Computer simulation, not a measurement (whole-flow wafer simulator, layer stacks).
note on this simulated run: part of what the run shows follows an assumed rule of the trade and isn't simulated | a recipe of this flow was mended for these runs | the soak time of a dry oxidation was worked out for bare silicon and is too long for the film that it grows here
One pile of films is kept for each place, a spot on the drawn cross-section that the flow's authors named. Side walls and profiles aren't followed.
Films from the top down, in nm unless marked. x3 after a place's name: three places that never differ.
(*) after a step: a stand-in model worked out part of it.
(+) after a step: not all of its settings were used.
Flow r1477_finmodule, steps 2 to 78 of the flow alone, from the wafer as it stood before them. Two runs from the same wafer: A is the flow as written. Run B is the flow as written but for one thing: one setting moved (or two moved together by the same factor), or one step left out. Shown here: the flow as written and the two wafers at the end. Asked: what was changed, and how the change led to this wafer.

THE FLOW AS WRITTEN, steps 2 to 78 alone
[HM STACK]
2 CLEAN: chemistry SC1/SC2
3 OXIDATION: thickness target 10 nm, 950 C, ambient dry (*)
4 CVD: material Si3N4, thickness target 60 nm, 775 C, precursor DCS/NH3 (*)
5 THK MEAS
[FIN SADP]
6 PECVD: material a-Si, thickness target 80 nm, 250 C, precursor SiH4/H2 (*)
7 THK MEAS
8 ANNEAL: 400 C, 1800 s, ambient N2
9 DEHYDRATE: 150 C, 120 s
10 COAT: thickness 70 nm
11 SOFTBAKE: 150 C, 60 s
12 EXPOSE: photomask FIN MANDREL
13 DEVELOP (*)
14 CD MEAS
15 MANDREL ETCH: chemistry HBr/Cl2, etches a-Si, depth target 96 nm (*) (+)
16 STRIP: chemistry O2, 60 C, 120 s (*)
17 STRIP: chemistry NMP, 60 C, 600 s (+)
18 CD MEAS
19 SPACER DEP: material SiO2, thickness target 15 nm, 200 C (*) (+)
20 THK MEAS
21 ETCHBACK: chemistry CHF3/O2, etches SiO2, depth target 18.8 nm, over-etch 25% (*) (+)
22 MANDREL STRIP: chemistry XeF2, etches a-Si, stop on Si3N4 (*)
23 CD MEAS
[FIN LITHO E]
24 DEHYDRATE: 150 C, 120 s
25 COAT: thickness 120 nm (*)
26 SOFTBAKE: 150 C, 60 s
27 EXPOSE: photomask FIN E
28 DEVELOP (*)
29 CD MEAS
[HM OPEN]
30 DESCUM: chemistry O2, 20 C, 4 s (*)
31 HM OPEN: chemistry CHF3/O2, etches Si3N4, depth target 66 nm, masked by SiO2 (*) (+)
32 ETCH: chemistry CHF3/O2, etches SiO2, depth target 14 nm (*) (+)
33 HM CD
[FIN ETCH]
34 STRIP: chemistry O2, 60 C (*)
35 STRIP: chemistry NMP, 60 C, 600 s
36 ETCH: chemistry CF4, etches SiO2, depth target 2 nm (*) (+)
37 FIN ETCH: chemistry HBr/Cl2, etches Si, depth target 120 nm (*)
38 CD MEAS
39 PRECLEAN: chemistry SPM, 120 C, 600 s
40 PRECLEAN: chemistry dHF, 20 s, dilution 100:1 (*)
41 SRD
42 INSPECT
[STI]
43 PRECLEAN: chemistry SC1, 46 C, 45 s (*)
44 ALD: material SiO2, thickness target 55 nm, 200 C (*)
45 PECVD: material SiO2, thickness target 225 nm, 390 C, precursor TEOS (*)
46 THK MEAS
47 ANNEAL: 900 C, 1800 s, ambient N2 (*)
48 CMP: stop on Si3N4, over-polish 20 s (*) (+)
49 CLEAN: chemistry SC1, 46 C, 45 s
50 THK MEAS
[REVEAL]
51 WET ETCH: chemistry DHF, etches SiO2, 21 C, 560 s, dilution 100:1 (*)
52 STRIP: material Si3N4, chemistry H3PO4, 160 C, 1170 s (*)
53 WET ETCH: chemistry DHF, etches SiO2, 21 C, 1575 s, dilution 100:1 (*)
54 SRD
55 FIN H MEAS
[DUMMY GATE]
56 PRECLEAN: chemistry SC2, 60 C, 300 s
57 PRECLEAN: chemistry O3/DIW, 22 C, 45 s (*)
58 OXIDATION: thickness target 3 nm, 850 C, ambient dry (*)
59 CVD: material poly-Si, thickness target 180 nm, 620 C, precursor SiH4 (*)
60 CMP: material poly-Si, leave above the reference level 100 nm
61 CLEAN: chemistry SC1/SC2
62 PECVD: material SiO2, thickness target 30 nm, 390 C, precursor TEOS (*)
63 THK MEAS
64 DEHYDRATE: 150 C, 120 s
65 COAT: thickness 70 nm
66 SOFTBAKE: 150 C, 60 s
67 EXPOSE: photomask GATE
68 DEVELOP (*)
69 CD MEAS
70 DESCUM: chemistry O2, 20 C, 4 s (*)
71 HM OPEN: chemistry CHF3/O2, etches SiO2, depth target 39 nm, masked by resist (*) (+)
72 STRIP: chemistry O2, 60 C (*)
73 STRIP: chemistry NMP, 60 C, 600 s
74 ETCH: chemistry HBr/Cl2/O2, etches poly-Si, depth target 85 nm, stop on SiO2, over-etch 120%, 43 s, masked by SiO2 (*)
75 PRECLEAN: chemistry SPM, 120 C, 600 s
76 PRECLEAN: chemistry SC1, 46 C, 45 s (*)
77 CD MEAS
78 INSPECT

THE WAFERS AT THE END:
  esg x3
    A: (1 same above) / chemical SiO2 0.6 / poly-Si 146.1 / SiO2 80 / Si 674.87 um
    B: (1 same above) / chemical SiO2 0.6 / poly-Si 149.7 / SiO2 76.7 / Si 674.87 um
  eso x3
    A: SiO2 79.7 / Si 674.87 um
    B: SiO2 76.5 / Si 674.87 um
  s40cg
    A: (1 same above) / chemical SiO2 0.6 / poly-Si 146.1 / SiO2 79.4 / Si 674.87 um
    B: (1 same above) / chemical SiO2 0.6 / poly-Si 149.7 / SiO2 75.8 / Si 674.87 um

The cause: step 6, PECVD: thickness target 56 nm was run, where the flow has thickness target 80 nm.

How the change led to this, step by step:
  6 PECVD: material a-Si, thickness target 80 nm, 250 C, precursor SiH4/H2 (*)
      pad, padg, elg x4 and 30 more: A a-Si +80 (new film) | B a-Si +56 (new film)
  15 MANDREL ETCH: chemistry HBr/Cl2, etches a-Si, depth target 96 nm (*) (+)
      pad, padg, elg x4 and 24 more: A a-Si -80 (all of it), Si3N4 -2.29 | B a-Si -56 (all of it), Si3N4 -5.71
  22 MANDREL STRIP: chemistry XeF2, etches a-Si, stop on Si3N4 (*)
      s40cg, s45cg, s50cg, s40co, s45co, s50co: A a-Si -79 (all of it) | B a-Si -55 (all of it)
  25 COAT: thickness 120 nm (*)
      s40cg, s40co: A e-beam-resist +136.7 (new film) | B e-beam-resist +129.3 (new film)
      s40sg, s40so: A e-beam-resist +142.6 (new film) | B e-beam-resist +138.6 (new film)
      (and at 14 more places)
  28 DEVELOP (*)
      s40cg, s40co: A e-beam-resist -136.7 (all of it) | B e-beam-resist -129.3 (all of it)
      s40sg, s40so: A e-beam-resist -142.6 (all of it) | B e-beam-resist -138.6 (all of it)
      (and at 14 more places)
  31 HM OPEN: chemistry CHF3/O2, etches Si3N4, depth target 66 nm, masked by SiO2 (*) (+)
      pad, padg, esg x3 and 11 more: A Si3N4 -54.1 (all of it), SiO2 -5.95 | B Si3N4 -50.7 (all of it), SiO2 -7.67
  32 ETCH: chemistry CHF3/O2, etches SiO2, depth target 14 nm (*) (+)
      pad, padg, esg x3 and 11 more: A SiO2 -4.05 (all of it), Si -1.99 | B SiO2 -2.33 (all of it), Si -2.33
  37 FIN ETCH: chemistry HBr/Cl2, etches Si, depth target 120 nm (*)
      s40sg_line, s45sg_line, s50sg_line, s40so_line, s45so_line, s50so_line: A SiO2 -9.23 | B SiO2 -9.42 (all of it)
  40 PRECLEAN: chemistry dHF, 20 s, dilution 100:1 (*)
      s40sg_line, s45sg_line, s50sg_line, s40so_line, s45so_line, s50so_line: A SiO2 -3.61 | B Si3N4 -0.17
  44 ALD: material SiO2, thickness target 55 nm, 200 C (*)
      s40sg_line, s45sg_line, s50sg_line, s40so_line, s45so_line, s50so_line: A SiO2 +55 | B SiO2 +55 (new film)
      s40cg, s45cg, s50cg, s40co, s45co, s50co: A SiO2 +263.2 (new film) | B SiO2 +242.5 (new film)
      (and at 6 more places)
  48 CMP: stop on Si3N4, over-polish 20 s (*) (+)
      s40cg, s40sg, s45cg and 9 more: A SiO2 -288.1 | B SiO2 -271
      s40sg_line, s45sg_line, s50sg_line, s40so_line, s45so_line, s50so_line: A SiO2 -287 (all of it), Si3N4 -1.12 | B SiO2 -269.9 (all of it), Si3N4 -1.12
      (and at 2 more places)
  52 STRIP: material Si3N4, chemistry H3PO4, 160 C, 1170 s (*)
      elg x4, elo x4: A Si3N4 -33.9 (all of it), SiO2 -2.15 | B Si3N4 -30.4 (all of it), SiO2 -2.26
      s40sg_line, s45sg_line, s50sg_line, s40so_line, s45so_line, s50so_line: A Si3N4 -55.1 (all of it), SiO2 -1.49 | B Si3N4 -51.5 (all of it), SiO2 -1.6
  60 CMP: material poly-Si, leave above the reference level 100 nm
      pad, padg: A poly-Si -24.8 | B poly-Si -21.2
  74 ETCH: chemistry HBr/Cl2/O2, etches poly-Si, depth target 85 nm, stop on SiO2, over-etch 120%, 43 s, masked by SiO2 (*)
      eso x3, e200so, s40co, s40so, s45co, s45so, s50co, s50so: A chemical SiO2 -1.12 (all of it), poly-Si -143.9 (all of it), SiO2 -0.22 | B chemical SiO2 -1.12 (all of it), poly-Si -147.5 (all of it), SiO2 -0.2
      pad: A chemical SiO2 -1.12 (all of it), poly-Si -152.8 (all of it), SiO2 -0.17 | B chemical SiO2 -1.12 (all of it), poly-Si -156.4 (all of it), SiO2 -0.15
